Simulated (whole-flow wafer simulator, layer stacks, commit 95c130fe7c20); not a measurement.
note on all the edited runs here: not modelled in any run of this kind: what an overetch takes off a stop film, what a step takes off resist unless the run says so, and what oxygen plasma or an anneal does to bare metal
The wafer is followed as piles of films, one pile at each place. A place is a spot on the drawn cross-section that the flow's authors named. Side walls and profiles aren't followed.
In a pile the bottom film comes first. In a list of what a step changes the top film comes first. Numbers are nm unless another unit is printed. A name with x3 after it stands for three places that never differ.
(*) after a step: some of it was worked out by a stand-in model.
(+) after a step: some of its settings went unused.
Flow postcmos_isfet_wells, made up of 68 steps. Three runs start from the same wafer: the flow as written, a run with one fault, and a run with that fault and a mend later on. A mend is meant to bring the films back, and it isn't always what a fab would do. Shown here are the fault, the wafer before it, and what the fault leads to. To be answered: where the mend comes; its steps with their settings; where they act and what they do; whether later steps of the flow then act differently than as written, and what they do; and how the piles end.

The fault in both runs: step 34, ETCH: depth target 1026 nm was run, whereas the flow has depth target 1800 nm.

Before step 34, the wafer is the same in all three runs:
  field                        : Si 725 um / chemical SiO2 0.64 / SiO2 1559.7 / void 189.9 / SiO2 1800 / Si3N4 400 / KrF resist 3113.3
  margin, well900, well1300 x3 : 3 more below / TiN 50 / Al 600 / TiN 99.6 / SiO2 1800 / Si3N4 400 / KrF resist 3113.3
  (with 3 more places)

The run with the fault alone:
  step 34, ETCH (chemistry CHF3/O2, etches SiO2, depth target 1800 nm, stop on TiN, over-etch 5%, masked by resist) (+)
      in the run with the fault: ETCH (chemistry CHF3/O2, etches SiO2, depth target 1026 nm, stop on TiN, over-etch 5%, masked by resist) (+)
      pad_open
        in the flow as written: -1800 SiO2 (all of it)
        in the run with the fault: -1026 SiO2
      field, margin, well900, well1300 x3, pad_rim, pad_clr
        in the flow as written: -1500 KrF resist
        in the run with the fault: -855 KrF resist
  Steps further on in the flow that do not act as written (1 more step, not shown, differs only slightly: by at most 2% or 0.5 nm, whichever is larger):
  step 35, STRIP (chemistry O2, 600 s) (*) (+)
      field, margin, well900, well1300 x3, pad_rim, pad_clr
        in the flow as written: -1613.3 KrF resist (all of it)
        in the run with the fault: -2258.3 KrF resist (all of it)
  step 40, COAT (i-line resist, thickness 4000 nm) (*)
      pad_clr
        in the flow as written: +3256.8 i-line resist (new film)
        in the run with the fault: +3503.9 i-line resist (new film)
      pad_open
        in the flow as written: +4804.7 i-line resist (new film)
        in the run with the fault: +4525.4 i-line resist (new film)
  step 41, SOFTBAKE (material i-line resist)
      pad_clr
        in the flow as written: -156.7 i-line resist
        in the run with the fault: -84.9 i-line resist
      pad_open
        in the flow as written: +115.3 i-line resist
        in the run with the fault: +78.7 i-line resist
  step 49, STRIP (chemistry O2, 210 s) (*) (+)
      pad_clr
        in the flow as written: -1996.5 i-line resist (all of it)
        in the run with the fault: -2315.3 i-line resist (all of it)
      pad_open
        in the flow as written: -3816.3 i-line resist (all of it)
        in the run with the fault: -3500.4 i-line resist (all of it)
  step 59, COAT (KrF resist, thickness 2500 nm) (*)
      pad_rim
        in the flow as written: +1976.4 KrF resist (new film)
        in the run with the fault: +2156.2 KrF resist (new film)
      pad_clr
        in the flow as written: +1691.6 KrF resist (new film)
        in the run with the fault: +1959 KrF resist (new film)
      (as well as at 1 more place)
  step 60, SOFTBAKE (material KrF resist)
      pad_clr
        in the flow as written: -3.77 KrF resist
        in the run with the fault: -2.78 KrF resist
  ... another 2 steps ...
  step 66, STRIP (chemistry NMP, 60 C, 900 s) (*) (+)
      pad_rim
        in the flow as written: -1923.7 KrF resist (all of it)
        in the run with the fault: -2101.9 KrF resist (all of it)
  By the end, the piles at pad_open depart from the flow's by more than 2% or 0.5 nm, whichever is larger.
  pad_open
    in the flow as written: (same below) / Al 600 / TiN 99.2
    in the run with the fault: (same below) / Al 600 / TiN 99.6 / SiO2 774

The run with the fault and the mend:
  The mend stands after step 34.
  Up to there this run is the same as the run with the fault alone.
  step 34a, ETCH (chemistry CHF3/O2, etches SiO2, depth target 774 nm, stop on TiN, over-etch 5%, masked by resist) (the flow's step 34, run once more with other settings)
      field, margin, well900, well1300 x3, pad_rim, pad_clr
        -645 KrF resist
      pad_open
        -774 SiO2 (all of it)
  None of the later steps of the flow acts differently than as written at any place that is followed.
  At every place that both follow, the piles at the end match the flow's.
